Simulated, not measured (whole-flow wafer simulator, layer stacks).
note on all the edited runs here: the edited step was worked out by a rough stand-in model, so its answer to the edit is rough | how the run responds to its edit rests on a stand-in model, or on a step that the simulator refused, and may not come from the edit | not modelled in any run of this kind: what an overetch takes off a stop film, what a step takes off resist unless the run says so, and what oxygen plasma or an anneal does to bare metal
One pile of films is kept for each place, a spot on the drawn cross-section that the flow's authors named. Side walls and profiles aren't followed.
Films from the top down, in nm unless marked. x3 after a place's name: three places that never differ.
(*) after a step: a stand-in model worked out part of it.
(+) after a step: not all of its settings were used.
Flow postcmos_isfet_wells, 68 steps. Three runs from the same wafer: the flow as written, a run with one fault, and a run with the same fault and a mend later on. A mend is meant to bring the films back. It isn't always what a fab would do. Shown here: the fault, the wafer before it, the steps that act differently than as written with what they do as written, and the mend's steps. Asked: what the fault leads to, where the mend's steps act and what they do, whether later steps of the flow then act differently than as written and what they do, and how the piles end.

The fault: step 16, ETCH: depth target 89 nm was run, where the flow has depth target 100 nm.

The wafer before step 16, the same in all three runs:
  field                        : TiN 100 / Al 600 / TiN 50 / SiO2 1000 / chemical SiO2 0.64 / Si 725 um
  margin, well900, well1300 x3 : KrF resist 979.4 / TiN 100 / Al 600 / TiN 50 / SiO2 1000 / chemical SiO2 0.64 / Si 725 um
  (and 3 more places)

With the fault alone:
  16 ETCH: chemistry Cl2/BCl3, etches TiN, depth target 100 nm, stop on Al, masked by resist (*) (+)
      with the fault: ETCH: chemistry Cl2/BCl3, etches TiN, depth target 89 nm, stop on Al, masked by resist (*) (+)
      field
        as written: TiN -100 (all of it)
        with the fault: TiN -89
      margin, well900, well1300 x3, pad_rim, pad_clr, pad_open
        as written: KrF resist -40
        with the fault: KrF resist -35.6
  Later steps of the flow that act differently than as written (2 more steps differ only slightly, by at most 2% or 0.5 nm, whichever is larger, and aren't shown):
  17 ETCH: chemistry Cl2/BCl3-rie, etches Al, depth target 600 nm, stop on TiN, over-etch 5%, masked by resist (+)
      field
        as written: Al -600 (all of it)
        with the fault: TiN -11 (all of it), Al -582.4
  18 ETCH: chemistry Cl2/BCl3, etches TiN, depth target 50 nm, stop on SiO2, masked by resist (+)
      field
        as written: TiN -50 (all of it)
        with the fault: Al -17.6 (all of it), TiN -42.6
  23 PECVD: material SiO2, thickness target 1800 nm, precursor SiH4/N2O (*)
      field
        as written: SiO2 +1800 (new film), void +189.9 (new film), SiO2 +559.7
        with the fault: SiO2 +1800 (new film), void +184.6 (new film), SiO2 +558 (new film)
  At the end the piles differ from the flow's by more than 2% or 0.5 nm, whichever is larger, at field.
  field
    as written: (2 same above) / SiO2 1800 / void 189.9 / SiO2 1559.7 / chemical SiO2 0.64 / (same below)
    with the fault: (2 same above) / SiO2 1800 / void 184.6 / SiO2 558 / TiN 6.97 / SiO2 1000 / chemical SiO2 0.64 / (same below)

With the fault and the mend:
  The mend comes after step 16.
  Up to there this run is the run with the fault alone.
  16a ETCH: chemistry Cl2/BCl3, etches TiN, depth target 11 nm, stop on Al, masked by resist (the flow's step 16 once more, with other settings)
      margin, well900, well1300 x3, pad_rim, pad_clr, pad_open
        KrF resist -4.4
      field
        TiN -11 (all of it)
  No later step of the flow acts differently than as written at any place that is followed.
  At the end the piles are the same as the flow's at every place that both follow.
